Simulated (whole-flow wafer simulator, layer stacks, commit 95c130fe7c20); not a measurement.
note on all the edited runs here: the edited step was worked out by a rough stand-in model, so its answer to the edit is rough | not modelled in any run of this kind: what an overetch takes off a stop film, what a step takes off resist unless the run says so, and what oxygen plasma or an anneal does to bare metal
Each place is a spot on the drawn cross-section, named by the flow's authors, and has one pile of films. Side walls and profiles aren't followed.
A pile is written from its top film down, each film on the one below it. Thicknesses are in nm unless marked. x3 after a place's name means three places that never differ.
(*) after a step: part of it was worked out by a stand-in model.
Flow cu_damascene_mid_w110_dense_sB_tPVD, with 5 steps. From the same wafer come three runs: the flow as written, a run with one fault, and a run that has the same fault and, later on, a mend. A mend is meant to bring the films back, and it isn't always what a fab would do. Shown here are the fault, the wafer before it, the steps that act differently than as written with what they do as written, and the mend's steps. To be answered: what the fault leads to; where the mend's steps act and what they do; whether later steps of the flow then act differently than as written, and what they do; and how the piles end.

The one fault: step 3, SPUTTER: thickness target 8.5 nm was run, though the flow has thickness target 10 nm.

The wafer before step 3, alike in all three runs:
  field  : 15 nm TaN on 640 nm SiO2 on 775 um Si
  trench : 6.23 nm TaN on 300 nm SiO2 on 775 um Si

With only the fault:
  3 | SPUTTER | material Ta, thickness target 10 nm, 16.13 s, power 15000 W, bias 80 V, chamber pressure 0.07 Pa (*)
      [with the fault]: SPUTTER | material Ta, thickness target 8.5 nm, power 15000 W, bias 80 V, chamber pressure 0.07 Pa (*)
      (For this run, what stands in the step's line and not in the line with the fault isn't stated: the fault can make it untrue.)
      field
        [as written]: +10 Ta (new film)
        [with the fault]: +8.5 Ta (new film)
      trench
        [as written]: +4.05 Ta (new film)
        [with the fault]: +3.44 Ta (new film)
  Later steps of the flow that are run all act as written at every place that is followed, up to a difference of at most 2% or 0.5 nm, whichever is larger.
  At field, trench, the piles at the end differ from the flow's by more than 2% or 0.5 nm, whichever is larger.
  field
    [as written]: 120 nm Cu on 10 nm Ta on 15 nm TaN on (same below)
    [with the fault]: 120 nm Cu on 8.5 nm Ta on 15 nm TaN on (same below)
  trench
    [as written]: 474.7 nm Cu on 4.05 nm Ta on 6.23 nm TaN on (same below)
    [with the fault]: 473.8 nm Cu on 3.44 nm Ta on 6.23 nm TaN on (same below)

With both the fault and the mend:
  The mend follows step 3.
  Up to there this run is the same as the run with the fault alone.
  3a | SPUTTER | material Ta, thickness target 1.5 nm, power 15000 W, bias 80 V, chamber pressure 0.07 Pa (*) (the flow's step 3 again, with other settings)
      field
        +1.5 Ta
      trench
        +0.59 Ta
  Later steps of the flow that are run all act as written at every place that is followed, up to a difference of at most 2% or 0.5 nm, whichever is larger.
  At the end the piles are close to the flow's at the places that both follow, differing by at most 2% or 0.5 nm, whichever is larger.
